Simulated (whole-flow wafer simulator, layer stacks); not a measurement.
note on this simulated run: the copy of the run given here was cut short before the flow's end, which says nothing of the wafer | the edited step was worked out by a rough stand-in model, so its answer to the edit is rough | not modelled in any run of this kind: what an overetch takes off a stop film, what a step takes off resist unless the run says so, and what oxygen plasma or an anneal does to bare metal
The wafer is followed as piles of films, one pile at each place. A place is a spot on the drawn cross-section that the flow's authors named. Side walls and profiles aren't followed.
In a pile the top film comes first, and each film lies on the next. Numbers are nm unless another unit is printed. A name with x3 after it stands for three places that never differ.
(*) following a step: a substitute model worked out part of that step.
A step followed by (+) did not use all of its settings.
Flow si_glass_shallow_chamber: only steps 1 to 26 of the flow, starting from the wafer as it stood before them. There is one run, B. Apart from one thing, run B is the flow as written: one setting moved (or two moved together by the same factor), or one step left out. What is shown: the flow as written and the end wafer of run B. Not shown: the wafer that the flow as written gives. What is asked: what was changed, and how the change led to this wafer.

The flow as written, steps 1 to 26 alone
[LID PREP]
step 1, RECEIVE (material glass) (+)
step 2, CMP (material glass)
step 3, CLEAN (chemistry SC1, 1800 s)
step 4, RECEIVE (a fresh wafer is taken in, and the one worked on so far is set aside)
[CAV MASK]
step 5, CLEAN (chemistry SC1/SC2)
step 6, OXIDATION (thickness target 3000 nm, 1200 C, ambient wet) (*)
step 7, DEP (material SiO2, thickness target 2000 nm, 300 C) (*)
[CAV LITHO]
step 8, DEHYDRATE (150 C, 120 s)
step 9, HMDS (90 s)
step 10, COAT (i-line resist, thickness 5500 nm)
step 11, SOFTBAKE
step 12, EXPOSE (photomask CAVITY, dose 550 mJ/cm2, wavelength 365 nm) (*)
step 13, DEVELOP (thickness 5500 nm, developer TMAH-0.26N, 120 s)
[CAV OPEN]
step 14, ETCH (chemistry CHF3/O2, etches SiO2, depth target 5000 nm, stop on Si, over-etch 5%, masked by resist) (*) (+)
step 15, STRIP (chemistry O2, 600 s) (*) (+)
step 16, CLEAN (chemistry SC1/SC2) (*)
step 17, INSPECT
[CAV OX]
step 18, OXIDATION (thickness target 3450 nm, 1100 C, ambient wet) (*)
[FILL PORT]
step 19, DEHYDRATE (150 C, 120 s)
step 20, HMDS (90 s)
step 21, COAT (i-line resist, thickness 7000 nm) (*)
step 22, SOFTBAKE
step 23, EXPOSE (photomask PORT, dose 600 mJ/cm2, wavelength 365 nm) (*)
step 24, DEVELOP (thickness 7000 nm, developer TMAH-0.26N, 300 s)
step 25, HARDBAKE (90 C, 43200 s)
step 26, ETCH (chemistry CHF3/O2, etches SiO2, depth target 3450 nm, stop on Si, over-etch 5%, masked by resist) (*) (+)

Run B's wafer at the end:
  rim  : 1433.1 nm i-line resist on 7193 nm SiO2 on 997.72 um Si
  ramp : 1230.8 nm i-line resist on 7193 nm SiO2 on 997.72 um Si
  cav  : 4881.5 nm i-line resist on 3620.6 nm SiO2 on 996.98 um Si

What caused this: step 6, OXIDATION: thickness target 4275 nm was run, while the flow as written has thickness target 3000 nm.

The path from the change to this, step by step:
  step 6, OXIDATION (thickness target 3000 nm, 1200 C, ambient wet) (*)
      rim, ramp, cav, port, septum, ring: +4275 SiO2 (new film), -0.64 chemical SiO2 (all of it), -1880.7 Si (it would be, as written: +3000 SiO2 (new film), -0.64 chemical SiO2 (all of it), -1319.7 Si)
  step 14, ETCH (chemistry CHF3/O2, etches SiO2, depth target 5000 nm, stop on Si, over-etch 5%, masked by resist) (*) (+)
      cav, port: -5250 SiO2 (it would be, as written: -5000 SiO2 (all of it), -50 Si)
  step 15, STRIP (chemistry O2, 600 s) (*) (+)
      cav, port: nothing (it would be, as written: +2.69 chemical SiO2 (new film), -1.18 Si)
  step 18, OXIDATION (thickness target 3450 nm, 1100 C, ambient wet) (*)
      cav, port: +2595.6 SiO2, -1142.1 Si (it would be, as written: +3450 SiO2 (new film), -2.69 chemical SiO2 (all of it), -1516.8 Si)
      rim, ramp, septum, ring: +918 SiO2, -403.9 Si (it would be, as written: +1109.8 SiO2, -488.3 Si)
  step 21, COAT (i-line resist, thickness 7000 nm) (*)
      rim: +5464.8 i-line resist (new film) (it would be, as written: +5660.1 i-line resist (new film))
      ramp: +4819.4 i-line resist (new film) (it would be, as written: +5087.8 i-line resist (new film))
  step 22, SOFTBAKE
      rim: -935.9 i-line resist (it would be, as written: -849 i-line resist)
      ramp: -499.4 i-line resist (it would be, as written: -434.5 i-line resist)
      (as well as at 3 more places)
  step 25, HARDBAKE (90 C, 43200 s)
      rim: -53 i-line resist (it would be, as written: -62.5 i-line resist)
      ramp: -46.4 i-line resist (it would be, as written: -57.1 i-line resist)
      (as well as at 1 more place)
  step 26, ETCH (chemistry CHF3/O2, etches SiO2, depth target 3450 nm, stop on Si, over-etch 5%, masked by resist) (*) (+)
      port: -3620.6 SiO2 (all of it), -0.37 Si (it would be, as written: -3450 SiO2 (all of it), -34.5 Si)
